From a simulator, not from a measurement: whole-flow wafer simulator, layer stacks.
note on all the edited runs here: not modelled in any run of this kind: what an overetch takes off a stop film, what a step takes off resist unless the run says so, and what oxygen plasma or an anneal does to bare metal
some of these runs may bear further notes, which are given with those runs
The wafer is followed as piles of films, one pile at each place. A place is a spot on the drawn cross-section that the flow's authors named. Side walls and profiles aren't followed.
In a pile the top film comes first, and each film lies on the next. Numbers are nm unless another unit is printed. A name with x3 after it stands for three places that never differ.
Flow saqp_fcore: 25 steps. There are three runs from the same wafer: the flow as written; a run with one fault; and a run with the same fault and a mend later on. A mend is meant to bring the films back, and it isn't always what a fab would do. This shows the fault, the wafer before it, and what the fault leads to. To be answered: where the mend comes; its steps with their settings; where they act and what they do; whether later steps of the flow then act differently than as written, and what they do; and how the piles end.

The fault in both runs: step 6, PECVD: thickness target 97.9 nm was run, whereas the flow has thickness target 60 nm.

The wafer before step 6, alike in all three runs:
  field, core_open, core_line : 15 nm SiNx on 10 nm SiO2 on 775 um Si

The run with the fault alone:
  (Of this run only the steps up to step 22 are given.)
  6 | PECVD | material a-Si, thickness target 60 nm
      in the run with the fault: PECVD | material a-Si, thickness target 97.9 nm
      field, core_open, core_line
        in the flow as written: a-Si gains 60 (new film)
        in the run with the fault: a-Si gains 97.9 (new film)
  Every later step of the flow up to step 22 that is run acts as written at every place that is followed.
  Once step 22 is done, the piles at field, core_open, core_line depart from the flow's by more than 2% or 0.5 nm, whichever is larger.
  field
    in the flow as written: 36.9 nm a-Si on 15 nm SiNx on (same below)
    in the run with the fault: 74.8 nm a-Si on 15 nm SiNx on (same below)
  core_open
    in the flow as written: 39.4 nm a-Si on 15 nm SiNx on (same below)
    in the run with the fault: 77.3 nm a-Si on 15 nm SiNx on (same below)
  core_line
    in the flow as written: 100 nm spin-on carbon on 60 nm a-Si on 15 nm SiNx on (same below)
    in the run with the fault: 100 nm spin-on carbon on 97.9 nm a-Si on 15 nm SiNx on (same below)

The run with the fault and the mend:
  After step 7 comes the mend.
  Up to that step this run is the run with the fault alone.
  7a | ETCH | chemistry tmah, depth target 112.6 nm
      field, core_open, core_line
        a-Si loses 97.9 (all of it)
  7b | PECVD | material a-Si, thickness target 60 nm (a further turn of the flow's step 6)
      field, core_open, core_line
        a-Si gains 60 (new film)
  Every later step of the flow that is run acts as written at every place that is followed.
  At every place that both follow, the piles at the end match the flow's.
